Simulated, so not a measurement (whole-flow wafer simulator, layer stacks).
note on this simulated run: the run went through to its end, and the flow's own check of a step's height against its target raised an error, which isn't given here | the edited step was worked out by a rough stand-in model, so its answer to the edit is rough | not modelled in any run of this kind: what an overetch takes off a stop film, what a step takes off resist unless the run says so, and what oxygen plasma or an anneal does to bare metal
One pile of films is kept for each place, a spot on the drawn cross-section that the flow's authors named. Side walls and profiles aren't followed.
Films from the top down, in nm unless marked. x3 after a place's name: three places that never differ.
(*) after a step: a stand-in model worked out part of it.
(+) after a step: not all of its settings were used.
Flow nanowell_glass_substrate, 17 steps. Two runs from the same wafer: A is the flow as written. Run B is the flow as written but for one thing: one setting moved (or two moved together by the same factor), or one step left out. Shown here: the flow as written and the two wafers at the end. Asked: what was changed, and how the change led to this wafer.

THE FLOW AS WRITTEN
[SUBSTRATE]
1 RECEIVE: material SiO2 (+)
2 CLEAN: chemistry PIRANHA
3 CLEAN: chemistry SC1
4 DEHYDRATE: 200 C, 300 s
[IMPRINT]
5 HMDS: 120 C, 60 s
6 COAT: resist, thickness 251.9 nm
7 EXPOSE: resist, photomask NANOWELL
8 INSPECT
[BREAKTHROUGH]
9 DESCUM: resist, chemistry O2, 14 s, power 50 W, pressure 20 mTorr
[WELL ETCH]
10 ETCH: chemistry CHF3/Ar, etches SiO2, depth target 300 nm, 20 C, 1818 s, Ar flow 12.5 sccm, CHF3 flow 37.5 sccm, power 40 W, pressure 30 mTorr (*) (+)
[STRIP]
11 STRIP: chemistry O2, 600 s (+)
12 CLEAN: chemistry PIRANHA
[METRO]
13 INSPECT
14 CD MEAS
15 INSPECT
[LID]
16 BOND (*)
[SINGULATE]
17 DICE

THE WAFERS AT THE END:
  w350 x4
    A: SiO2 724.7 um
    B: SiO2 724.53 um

The cause: step 10, ETCH: depth target 465 nm was run, where the flow has depth target 300 nm; step 10, ETCH: 2818 s was run, where the flow has 1818 s.

How the change led to this, step by step:
  10 ETCH: chemistry CHF3/Ar, etches SiO2, depth target 300 nm, 20 C, 1818 s, Ar flow 12.5 sccm, CHF3 flow 37.5 sccm, power 40 W, pressure 30 mTorr (*) (+)
      w350 x4: A SiO2 -300 | B SiO2 -465
      land: A resist -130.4 | B resist -202.2
  11 STRIP: chemistry O2, 600 s (+)
      land: A resist -125.9 (all of it) | B resist -54.2 (all of it)
